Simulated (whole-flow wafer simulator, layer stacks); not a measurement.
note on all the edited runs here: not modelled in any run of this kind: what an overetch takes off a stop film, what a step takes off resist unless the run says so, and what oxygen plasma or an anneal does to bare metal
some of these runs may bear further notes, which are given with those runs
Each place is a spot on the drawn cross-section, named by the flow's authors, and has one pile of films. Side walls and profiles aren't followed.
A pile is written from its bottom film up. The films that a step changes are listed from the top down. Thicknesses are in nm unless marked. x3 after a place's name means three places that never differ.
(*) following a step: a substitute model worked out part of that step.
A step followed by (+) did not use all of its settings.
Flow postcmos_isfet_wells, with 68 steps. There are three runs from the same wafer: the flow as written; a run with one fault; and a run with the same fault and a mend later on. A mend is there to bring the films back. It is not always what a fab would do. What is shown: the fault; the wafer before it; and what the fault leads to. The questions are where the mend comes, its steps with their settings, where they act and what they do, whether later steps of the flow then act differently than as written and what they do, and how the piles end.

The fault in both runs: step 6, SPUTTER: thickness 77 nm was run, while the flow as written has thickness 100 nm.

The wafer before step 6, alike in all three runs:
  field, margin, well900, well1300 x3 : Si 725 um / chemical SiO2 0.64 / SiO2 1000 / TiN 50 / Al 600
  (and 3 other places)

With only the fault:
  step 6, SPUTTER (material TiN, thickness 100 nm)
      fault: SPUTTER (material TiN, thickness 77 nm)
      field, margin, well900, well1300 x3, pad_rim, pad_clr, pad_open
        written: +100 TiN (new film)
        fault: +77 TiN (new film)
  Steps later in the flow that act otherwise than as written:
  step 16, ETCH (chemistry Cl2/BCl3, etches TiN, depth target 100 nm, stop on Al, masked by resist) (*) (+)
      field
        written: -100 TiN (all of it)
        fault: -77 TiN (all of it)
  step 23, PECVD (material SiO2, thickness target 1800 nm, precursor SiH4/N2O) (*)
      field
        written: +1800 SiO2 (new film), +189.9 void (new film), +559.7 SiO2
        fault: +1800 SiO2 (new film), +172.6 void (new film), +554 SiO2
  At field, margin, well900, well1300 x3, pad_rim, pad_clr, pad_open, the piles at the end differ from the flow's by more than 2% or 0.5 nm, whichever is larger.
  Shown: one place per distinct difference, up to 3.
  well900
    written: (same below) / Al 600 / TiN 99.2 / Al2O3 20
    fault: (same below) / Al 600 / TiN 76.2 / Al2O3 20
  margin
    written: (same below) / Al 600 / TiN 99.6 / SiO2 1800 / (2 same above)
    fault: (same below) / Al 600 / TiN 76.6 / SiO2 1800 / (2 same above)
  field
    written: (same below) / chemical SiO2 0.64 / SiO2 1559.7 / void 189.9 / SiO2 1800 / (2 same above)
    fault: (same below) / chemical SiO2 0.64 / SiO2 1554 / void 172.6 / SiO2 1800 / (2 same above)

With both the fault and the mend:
  After step 15 comes the mend.
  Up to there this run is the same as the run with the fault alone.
  step 15a, STRIP (chemistry O2, 600 s) (+)
      margin, well900, well1300 x3, pad_rim, pad_clr, pad_open
        -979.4 KrF resist (all of it)
  step 15b, SPUTTER (material TiN, thickness 23 nm) (the flow's step 6 again, with other settings)
      field, margin, well900, well1300 x3, pad_rim, pad_clr, pad_open
        +23 TiN
  step 15c, HMDS (30 s) (the flow's step 8 again)
      does not change any film at any place that is followed
  step 15d, COAT (KrF resist) (the flow's step 9 again)
      field, margin, well900, well1300 x3, pad_rim, pad_clr, pad_open
        +1000 KrF resist (new film)
  step 15e, SOFTBAKE (material KrF resist) (the flow's step 10 again)
      does not change any film at any place that is followed
  step 15f, EBR (the flow's step 11 again)
      does not change any film at any place that is followed
  step 15g, EXPOSE (photomask PLATE, NA 0.55, wavelength 248 nm) (*) (the flow's step 12 again)
      does not change any film at any place that is followed
  step 15h, PEB (the flow's step 13 again)
      field, margin, well900, well1300 x3, pad_rim, pad_clr, pad_open
        -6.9 KrF resist
  step 15i, DEVELOP (60 s) (the flow's step 14 again)
      margin, well900, well1300 x3, pad_rim, pad_clr, pad_open
        -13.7 KrF resist
      field
        -993.1 KrF resist (all of it)
  Later steps of the flow that are run all act as written at every place that is followed.
  By the end, the piles equal the flow's at every place that both follow.
